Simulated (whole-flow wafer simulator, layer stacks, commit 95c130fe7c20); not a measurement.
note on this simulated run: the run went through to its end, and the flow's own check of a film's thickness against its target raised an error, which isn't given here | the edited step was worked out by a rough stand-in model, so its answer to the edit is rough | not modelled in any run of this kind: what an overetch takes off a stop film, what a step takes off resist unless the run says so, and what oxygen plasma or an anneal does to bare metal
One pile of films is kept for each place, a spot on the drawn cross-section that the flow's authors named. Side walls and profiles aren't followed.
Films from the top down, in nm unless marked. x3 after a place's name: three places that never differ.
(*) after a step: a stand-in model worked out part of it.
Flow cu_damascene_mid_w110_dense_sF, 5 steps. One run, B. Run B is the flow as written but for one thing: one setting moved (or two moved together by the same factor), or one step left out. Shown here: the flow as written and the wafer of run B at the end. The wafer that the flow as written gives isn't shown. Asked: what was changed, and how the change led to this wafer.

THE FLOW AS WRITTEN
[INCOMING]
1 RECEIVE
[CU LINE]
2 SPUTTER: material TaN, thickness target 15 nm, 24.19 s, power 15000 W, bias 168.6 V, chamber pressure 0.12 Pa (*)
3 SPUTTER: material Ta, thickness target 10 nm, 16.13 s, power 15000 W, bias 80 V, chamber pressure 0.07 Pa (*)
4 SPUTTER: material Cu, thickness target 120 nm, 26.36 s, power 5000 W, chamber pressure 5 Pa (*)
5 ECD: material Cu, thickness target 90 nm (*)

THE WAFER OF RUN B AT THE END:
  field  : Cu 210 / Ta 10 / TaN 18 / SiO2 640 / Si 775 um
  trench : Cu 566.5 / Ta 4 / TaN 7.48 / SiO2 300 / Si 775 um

The cause: step 2, SPUTTER: thickness target 18 nm was run, where the flow has thickness target 15 nm.
It can be read off the wafer: field has TaN 18, and step 2 as written asks for 15 nm.

How the change led to this, step by step:
  2 SPUTTER: material TaN, thickness target 15 nm, 24.19 s, power 15000 W, bias 168.6 V, chamber pressure 0.12 Pa (*)
      field: TaN +18 (new film) (as written it would be: TaN +15 (new film))
      trench: TaN +7.48 (new film) (as written it would be: TaN +6.23 (new film))
